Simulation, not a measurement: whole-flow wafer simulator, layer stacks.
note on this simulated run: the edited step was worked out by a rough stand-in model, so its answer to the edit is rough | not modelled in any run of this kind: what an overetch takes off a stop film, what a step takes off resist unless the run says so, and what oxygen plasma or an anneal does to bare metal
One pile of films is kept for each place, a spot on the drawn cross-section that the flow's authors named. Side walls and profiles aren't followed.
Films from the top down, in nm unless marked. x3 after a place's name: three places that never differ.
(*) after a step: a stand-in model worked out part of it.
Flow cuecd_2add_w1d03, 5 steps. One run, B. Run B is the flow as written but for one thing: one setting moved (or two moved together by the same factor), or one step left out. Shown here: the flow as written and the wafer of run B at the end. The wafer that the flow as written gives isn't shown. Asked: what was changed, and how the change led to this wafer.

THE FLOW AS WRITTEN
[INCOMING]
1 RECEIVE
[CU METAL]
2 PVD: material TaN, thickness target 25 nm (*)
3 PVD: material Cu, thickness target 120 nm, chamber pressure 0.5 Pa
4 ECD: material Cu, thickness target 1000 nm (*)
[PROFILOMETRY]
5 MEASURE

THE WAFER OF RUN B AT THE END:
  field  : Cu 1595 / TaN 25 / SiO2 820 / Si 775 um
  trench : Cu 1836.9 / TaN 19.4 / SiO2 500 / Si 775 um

The cause: step 4, ECD: thickness target 1475 nm was run, where the flow has thickness target 1000 nm.

How the change led to this, step by step:
  4 ECD: material Cu, thickness target 1000 nm (*)
      field: Cu +1475 (as written it would be: Cu +1000)
      trench: Cu +1743.5 (as written it would be: Cu +1226.8)
